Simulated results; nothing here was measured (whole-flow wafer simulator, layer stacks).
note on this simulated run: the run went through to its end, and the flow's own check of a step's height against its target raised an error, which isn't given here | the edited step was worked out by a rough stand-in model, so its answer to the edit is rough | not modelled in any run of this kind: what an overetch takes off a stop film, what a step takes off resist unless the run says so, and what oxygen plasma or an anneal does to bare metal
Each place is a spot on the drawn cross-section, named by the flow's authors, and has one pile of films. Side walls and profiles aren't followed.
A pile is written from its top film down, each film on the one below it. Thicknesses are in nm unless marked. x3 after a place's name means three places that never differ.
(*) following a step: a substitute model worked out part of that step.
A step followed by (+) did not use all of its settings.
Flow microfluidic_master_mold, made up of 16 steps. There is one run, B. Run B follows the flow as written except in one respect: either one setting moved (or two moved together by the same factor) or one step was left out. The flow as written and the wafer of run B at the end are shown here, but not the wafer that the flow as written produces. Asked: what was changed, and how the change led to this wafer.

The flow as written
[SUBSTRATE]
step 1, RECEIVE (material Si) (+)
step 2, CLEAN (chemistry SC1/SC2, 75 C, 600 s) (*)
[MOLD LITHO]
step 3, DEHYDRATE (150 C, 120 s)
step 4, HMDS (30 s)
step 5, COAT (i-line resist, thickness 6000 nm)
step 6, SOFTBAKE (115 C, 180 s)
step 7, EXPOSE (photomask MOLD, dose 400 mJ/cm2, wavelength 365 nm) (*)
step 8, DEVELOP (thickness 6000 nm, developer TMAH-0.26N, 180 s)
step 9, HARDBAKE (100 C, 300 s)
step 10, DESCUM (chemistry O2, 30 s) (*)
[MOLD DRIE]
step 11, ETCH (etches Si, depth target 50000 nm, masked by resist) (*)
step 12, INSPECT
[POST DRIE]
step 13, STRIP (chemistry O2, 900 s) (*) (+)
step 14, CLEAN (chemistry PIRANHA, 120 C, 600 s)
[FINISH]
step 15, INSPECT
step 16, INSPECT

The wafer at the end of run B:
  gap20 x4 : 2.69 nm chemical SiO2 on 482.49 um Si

The reason: step 11, ETCH: depth target 42500 nm was run, though the flow has depth target 50000 nm.

How this came from the change, step by step:
  step 11, ETCH (etches Si, depth target 50000 nm, masked by resist) (*)
      gap20 x4: chemical SiO2 loses 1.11 (all of it), Si loses 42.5 um (in the flow as written it would be: chemical SiO2 loses 1.11 (all of it), Si loses 50 um)
      ridge: i-line resist loses 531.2 (in the flow as written it would be: i-line resist loses 625)
